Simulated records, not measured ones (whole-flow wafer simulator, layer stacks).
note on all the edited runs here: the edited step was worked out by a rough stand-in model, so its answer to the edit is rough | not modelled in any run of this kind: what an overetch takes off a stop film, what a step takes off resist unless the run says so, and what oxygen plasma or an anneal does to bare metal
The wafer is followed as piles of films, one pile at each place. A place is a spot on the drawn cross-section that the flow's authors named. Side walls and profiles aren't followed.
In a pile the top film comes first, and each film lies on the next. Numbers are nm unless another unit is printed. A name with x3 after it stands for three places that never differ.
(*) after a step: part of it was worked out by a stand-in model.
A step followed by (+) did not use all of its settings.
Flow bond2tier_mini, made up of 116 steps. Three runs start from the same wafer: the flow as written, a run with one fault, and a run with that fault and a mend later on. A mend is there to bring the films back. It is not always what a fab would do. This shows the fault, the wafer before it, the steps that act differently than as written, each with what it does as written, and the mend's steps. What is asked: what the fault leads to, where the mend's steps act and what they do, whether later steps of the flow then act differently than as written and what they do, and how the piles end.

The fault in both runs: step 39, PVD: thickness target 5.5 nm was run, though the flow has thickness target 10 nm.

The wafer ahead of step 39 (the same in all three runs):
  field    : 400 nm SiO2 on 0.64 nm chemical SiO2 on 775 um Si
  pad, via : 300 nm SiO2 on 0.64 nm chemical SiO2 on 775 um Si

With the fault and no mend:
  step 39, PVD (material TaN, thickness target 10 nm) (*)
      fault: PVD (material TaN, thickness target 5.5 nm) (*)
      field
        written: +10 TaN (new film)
        fault: +5.5 TaN (new film)
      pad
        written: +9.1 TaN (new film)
        fault: +5.01 TaN (new film)
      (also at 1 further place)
  Later steps of the flow acting differently than as written (1 more step, not shown, differs only slightly: by at most 2% or 0.5 nm, whichever is larger):
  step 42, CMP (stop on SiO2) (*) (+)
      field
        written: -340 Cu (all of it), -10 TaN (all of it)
        fault: -340 Cu (all of it), -5.5 TaN (all of it)
  At pad, the piles at the end differ from the flow's by more than 2% or 0.5 nm, whichever is larger.
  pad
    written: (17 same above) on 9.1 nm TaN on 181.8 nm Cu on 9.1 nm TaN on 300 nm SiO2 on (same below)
    fault: (17 same above) on 9.1 nm TaN on 185.9 nm Cu on 5.01 nm TaN on 300 nm SiO2 on (same below)

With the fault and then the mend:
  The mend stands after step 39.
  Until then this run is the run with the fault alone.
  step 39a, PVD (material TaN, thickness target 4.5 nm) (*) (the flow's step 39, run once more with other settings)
      field
        +4.5 TaN
      pad
        +4.09 TaN
      via
        +4.49 TaN
  Every later step of the flow that is run acts as written at every place that is followed.
  By the end, the piles equal the flow's at every place that both follow.
